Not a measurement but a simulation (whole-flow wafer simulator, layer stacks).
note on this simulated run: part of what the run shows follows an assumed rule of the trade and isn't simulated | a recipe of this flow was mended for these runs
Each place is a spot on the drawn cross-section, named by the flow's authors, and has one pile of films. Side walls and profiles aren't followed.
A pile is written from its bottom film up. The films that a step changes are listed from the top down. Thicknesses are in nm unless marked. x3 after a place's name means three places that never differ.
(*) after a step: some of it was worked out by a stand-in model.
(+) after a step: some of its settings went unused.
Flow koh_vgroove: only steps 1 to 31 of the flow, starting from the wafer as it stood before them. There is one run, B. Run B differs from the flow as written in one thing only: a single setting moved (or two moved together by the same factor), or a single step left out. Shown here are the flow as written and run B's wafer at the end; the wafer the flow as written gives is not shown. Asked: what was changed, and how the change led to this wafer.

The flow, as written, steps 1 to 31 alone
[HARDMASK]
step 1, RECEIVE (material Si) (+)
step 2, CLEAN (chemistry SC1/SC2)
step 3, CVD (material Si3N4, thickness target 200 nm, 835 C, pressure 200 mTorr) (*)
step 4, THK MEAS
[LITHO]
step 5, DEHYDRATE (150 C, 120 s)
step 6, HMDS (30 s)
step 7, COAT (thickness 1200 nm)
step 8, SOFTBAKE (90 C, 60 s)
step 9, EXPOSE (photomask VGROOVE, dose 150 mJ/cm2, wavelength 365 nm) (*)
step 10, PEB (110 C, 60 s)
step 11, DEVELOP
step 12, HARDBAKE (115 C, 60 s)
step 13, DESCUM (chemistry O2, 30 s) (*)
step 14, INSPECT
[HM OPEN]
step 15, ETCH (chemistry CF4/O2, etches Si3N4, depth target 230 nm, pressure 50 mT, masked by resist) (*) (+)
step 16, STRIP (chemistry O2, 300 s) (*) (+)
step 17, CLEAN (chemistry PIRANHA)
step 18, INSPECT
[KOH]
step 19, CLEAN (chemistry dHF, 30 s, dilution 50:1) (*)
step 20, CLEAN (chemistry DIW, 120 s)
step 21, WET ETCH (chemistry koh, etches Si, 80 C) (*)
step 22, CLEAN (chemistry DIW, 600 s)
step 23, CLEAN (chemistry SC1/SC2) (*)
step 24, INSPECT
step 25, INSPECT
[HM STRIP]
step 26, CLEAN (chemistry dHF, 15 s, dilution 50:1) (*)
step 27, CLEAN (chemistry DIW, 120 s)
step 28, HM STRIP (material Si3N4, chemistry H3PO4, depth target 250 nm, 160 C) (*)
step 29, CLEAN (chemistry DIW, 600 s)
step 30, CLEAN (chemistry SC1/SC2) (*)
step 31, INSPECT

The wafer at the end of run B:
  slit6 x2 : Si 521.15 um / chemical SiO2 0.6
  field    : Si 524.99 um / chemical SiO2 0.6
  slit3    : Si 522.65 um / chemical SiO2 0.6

Cause: step 3, CVD: thickness target 120 nm was run, whereas the flow has thickness target 200 nm.

The path from the change to this, step by step:
  step 3, CVD (material Si3N4, thickness target 200 nm, 835 C, pressure 200 mTorr) (*)
      field, slit3, slit2, slit6 x2: Si3N4 gains 120 (new film) (as written it would have been: Si3N4 gains 200 (new film))
  step 15, ETCH (chemistry CF4/O2, etches Si3N4, depth target 230 nm, pressure 50 mT, masked by resist) (*) (+)
      slit3, slit2, slit6 x2: Si3N4 loses 120 (all of it), chemical SiO2 loses 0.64 (all of it), Si loses 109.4 (as written it would have been: Si3N4 loses 200 (all of it), chemical SiO2 loses 0.64 (all of it), Si loses 29.4)
  step 28, HM STRIP (material Si3N4, chemistry H3PO4, depth target 250 nm, 160 C) (*)
      field: Si3N4 loses 118.7 (all of it), chemical SiO2 loses 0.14, Si loses 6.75 (as written it would have been: Si3N4 loses 198.7 (all of it), chemical SiO2 loses 0.14, Si loses 2.75)
